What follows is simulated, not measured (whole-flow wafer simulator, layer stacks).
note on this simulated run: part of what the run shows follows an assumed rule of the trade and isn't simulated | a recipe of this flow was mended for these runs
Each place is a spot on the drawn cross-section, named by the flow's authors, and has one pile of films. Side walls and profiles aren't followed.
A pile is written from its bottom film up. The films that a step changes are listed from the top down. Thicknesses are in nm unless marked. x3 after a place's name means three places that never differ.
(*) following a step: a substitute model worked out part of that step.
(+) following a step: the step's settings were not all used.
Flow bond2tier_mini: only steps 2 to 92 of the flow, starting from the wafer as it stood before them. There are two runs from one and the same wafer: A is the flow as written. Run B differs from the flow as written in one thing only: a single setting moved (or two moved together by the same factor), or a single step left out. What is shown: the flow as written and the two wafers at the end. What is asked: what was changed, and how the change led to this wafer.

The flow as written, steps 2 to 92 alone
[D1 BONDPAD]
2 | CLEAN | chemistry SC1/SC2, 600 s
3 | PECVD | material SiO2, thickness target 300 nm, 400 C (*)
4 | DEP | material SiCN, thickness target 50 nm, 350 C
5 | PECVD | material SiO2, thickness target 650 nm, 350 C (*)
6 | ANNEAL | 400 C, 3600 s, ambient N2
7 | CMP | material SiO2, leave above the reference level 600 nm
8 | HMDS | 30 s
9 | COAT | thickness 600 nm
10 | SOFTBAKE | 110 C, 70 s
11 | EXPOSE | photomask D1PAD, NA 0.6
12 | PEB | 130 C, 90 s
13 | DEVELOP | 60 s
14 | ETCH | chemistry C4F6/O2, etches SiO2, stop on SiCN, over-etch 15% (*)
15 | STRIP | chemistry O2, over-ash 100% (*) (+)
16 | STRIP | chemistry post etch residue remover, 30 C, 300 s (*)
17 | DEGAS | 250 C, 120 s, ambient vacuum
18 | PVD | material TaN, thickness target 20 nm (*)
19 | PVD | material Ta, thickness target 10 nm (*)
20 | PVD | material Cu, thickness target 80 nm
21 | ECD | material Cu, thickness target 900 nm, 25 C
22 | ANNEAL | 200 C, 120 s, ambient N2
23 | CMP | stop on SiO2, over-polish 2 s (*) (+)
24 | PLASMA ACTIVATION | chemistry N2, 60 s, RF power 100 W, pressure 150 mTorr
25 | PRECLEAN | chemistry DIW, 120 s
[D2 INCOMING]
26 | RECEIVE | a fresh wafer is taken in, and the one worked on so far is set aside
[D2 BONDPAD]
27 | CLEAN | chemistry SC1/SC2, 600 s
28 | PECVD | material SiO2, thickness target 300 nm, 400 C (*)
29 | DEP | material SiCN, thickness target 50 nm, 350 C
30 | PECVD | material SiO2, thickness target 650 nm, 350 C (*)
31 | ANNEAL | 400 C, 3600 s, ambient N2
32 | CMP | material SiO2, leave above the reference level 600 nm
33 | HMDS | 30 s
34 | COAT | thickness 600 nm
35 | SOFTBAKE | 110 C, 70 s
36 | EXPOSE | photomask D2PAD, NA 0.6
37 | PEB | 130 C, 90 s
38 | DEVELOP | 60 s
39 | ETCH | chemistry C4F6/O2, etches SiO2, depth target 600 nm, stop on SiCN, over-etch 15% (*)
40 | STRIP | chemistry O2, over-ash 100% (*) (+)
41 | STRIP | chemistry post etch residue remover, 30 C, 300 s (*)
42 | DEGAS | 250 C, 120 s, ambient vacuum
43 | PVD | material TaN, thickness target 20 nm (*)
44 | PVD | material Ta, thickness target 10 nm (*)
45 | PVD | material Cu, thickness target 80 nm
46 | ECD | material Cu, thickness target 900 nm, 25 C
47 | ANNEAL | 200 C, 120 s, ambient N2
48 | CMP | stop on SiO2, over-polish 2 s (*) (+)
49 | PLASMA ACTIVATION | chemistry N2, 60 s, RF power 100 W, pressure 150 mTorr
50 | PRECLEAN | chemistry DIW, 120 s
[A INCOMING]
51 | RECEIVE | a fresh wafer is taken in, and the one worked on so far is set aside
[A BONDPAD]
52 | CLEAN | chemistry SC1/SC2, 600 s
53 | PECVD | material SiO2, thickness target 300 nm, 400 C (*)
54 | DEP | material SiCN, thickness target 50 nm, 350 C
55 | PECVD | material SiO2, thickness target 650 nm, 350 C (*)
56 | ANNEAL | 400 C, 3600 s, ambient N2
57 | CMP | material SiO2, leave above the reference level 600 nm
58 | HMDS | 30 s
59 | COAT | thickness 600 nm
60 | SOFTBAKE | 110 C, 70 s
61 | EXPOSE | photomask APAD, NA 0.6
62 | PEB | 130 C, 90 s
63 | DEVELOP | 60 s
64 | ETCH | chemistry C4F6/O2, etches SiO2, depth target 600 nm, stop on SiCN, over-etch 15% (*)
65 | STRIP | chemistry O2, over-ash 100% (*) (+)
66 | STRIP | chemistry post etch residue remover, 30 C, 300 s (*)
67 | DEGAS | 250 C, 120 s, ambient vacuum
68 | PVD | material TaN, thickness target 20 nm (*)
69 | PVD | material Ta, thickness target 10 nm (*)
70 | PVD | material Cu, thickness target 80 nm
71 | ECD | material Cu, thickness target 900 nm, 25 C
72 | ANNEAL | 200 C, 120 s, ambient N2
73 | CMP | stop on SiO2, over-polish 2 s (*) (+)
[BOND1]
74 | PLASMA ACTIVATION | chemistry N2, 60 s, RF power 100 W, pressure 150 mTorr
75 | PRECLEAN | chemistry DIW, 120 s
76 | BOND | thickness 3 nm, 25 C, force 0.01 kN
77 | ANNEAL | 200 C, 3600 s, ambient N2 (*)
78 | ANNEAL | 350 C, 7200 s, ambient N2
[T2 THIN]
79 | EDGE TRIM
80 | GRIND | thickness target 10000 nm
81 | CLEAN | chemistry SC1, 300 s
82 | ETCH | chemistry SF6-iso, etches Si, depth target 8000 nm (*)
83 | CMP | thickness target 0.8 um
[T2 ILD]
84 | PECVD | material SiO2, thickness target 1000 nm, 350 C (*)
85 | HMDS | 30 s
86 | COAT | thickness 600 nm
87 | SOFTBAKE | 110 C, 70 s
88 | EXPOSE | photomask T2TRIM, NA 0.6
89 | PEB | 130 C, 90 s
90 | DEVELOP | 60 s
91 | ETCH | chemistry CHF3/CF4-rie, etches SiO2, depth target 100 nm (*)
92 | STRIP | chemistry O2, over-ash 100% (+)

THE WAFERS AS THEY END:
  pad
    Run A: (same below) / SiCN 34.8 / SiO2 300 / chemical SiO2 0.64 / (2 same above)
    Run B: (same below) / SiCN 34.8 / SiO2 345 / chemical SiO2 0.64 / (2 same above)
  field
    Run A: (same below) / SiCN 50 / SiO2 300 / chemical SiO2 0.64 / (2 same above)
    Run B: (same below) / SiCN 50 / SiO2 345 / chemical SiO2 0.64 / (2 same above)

What caused this: step 3, PECVD: thickness target 345 nm was run, while the flow as written has thickness target 300 nm.
The wafer lets one read it off: pad has SiO2 345, and step 3 as written asks for 300 nm.

Step by step, how the change led to this:
  3 | PECVD | material SiO2, thickness target 300 nm, 400 C (*)
      field, pad, via: A SiO2 gains 300 (new film) | B SiO2 gains 345 (new film)
  76 | BOND | thickness 3 nm, 25 C, force 0.01 kN
      field: A Si gains 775 um (new film), chemical SiO2 gains 0.64 (new film), SiO2 gains 300 (new film), SiCN gains 50 (new film), SiO2 gains 600 | B Si gains 775 um (new film), chemical SiO2 gains 0.64 (new film), SiO2 gains 345 (new film), SiCN gains 50 (new film), SiO2 gains 600
      pad: A Si gains 775 um (new film), chemical SiO2 gains 0.64 (new film), SiO2 gains 300 (new film), SiCN gains 34.8 (new film), TaN gains 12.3 (new film), Ta gains 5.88 (new film), Cu gains 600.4 | B Si gains 775 um (new film), chemical SiO2 gains 0.64 (new film), SiO2 gains 345 (new film), SiCN gains 34.8 (new film), TaN gains 12.3 (new film), Ta gains 5.88 (new film), Cu gains 600.4
      (as well as at 1 more place)
